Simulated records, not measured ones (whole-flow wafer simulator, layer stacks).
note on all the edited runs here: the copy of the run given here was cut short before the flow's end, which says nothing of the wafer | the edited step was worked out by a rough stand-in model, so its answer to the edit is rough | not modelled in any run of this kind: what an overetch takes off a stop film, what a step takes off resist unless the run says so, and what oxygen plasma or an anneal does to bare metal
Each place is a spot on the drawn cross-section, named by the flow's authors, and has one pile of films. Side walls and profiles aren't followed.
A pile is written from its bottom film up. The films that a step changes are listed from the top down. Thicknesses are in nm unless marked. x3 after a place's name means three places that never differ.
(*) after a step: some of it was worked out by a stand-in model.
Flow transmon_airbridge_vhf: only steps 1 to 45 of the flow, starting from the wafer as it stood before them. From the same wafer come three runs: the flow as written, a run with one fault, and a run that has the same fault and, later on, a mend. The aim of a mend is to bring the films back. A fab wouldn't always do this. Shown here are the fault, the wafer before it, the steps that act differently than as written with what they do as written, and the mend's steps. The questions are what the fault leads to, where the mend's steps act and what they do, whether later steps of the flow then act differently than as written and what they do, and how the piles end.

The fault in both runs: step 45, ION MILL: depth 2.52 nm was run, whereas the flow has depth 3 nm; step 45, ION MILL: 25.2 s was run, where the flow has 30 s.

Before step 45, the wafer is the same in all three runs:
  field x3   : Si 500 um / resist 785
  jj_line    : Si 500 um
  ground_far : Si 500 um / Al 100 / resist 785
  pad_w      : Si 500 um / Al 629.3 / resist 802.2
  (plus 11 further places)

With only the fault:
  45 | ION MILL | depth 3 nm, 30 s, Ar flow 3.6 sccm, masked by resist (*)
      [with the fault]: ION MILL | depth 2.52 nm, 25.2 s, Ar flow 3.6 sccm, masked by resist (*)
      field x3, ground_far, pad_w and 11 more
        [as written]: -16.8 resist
        [with the fault]: -14.1 resist
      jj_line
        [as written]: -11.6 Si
        [with the fault]: -9.77 Si
  None of the later steps of the flow acts differently than as written at any place that is followed.
  The piles end only slightly different from the flow's at the places that both follow, by no more than 2% or 0.5 nm, whichever is larger.

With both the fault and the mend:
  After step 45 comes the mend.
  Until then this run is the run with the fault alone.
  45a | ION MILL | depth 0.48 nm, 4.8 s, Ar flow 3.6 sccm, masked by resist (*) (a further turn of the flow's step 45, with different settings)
      field x3, ground_far, pad_w and 11 more
        -2.69 resist
      jj_line
        -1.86 Si
  None of the later steps of the flow acts differently than as written at any place that is followed.
  By the end, the piles equal the flow's at every place that both follow.
